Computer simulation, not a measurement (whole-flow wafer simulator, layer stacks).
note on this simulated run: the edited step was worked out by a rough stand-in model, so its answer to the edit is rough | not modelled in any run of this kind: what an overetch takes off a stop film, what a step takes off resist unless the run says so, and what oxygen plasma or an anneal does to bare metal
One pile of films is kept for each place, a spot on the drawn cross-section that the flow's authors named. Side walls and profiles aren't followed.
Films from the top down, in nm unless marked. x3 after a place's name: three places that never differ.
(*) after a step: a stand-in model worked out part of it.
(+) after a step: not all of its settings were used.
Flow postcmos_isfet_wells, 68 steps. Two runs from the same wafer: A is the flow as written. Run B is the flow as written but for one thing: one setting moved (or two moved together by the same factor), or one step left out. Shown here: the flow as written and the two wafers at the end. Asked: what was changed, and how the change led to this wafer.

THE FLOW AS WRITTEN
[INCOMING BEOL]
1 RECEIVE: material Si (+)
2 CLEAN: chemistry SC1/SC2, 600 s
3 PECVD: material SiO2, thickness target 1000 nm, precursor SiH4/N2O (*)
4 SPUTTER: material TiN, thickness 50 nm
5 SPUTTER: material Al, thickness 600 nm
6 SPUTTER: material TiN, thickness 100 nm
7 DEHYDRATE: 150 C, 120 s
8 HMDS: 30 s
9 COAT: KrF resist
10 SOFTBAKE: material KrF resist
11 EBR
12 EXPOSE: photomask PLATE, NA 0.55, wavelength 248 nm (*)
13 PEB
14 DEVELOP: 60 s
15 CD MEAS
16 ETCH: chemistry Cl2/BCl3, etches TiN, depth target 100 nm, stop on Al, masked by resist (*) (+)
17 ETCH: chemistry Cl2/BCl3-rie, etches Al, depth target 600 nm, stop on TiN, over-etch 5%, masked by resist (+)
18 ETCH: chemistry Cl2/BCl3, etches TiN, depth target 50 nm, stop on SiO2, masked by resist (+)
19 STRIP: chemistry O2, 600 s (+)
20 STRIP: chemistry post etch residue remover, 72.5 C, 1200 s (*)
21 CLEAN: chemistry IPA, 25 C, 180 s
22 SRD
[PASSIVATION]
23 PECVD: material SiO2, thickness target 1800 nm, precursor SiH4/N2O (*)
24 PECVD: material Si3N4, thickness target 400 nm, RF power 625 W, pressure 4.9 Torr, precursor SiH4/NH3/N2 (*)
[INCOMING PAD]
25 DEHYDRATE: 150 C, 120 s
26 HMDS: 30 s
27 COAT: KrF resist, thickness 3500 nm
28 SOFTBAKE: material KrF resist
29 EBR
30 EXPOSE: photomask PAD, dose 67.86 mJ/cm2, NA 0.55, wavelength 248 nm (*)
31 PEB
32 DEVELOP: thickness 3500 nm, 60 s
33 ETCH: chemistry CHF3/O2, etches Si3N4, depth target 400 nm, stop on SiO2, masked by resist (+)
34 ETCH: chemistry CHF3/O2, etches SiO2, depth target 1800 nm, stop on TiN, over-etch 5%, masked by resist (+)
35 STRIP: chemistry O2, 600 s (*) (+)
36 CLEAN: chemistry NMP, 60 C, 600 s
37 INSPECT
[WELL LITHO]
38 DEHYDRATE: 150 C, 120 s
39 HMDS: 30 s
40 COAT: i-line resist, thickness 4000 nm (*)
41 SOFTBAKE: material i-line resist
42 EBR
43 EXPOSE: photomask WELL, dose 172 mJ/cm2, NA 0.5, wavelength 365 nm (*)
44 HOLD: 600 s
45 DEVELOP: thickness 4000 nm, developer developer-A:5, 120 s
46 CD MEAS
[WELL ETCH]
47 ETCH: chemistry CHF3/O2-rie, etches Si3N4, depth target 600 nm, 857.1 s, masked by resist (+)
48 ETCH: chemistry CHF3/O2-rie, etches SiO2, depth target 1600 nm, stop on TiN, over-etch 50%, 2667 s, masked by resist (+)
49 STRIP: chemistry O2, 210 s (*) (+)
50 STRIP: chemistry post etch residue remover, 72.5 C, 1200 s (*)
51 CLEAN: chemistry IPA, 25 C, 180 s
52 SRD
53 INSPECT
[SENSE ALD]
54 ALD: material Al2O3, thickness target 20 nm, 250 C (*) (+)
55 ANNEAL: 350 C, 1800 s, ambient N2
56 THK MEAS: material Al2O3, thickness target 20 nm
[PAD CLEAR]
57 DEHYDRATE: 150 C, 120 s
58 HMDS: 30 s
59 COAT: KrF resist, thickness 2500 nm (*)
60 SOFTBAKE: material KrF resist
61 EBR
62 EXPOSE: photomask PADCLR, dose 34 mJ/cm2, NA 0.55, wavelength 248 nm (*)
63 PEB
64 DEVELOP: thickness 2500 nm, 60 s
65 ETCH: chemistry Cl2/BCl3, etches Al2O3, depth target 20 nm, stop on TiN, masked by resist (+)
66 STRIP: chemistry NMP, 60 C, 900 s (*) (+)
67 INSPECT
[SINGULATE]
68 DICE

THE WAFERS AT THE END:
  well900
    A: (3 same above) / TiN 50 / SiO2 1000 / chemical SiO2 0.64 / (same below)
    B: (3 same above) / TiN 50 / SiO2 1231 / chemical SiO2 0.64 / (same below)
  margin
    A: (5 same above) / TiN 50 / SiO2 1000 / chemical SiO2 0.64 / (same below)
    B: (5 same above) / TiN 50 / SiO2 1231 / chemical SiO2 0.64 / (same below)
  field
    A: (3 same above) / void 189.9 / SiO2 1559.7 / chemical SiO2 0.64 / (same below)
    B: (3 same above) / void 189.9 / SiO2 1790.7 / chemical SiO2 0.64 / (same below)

The cause: step 3, PECVD: thickness target 1231 nm was run, where the flow has thickness target 1000 nm.
It can be read off the wafer: well900 has SiO2 1231, and step 3 as written asks for 1000 nm.

How the change led to this, step by step:
  3 PECVD: material SiO2, thickness target 1000 nm, precursor SiH4/N2O (*)
      field, margin, well900, well1300 x3, pad_rim, pad_clr, pad_open: A SiO2 +1000 (new film) | B SiO2 +1231 (new film)
